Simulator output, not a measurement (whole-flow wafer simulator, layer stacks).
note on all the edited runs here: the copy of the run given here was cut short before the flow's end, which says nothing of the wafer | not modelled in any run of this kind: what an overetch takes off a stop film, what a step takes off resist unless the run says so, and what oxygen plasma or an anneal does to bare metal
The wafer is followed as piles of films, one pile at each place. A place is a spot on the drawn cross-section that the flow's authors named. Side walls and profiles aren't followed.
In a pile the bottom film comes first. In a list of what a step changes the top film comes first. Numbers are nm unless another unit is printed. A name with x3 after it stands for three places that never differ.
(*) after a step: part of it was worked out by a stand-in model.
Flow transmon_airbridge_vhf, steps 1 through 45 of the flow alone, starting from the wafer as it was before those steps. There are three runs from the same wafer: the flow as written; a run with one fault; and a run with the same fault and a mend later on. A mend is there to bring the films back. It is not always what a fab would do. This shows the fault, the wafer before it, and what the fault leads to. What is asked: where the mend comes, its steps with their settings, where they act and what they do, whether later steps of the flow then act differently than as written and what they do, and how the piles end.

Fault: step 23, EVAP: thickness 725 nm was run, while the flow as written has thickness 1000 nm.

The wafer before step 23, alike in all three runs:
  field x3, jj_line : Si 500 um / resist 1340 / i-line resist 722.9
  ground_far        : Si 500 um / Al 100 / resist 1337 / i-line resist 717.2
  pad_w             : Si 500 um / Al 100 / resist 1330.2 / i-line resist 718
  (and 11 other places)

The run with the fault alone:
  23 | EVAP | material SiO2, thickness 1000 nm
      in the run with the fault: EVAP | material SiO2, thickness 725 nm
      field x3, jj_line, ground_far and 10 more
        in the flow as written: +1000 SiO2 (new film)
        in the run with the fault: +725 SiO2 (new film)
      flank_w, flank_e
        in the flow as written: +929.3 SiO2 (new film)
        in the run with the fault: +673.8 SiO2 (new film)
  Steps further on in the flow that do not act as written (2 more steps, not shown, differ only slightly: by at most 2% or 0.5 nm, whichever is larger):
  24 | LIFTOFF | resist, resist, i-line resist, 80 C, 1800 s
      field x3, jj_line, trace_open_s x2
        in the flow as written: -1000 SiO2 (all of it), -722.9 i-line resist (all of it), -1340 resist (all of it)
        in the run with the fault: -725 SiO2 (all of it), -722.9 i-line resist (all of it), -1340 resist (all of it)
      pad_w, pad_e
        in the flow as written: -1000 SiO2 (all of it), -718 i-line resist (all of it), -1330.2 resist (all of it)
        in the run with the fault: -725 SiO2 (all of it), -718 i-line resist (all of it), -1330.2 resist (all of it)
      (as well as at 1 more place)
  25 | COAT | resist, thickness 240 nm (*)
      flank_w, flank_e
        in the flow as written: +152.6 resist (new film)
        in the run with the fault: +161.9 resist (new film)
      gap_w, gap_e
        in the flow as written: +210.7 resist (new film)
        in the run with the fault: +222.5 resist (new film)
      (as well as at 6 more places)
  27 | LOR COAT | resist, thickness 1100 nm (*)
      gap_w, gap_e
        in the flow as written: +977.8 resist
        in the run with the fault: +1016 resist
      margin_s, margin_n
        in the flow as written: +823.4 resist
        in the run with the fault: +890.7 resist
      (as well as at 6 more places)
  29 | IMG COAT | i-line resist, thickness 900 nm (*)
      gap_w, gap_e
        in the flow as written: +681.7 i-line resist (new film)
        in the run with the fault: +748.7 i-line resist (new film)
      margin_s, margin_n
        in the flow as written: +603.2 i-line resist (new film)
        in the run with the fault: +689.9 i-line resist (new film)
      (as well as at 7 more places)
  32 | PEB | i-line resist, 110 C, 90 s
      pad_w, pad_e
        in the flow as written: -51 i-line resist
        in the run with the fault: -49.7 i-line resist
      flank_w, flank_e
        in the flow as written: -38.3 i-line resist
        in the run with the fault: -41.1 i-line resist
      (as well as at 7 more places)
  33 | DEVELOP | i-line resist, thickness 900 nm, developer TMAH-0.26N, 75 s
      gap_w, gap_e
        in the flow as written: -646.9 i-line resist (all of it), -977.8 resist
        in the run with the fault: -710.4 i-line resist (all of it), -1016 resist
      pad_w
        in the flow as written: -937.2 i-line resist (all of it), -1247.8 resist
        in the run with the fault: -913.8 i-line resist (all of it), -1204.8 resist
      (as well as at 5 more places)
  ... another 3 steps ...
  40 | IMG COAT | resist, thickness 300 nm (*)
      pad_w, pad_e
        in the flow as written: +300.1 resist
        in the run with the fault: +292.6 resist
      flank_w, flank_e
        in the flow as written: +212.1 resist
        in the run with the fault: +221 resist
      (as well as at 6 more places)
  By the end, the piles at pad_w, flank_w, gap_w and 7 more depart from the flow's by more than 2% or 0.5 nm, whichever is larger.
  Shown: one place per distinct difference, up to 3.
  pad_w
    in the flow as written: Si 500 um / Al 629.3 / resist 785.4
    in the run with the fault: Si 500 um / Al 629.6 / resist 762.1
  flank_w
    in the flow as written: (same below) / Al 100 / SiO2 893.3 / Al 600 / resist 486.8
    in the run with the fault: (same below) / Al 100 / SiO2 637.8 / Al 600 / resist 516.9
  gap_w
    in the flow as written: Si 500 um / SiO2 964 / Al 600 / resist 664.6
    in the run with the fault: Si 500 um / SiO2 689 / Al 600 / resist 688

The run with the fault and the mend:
  The mend stands after step 23.
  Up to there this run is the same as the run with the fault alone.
  23a | EVAP | material SiO2, thickness 275 nm (the flow's step 23, run once more with other settings)
      field x3, jj_line, ground_far and 10 more
        +275 SiO2
      flank_w, flank_e
        +255.8 SiO2
  None of the later steps of the flow differs from how it acts as written, at any place that is followed, by more than 2% or 0.5 nm, whichever is larger.
  The piles end only slightly different from the flow's at the places that both follow, by no more than 2% or 0.5 nm, whichever is larger.
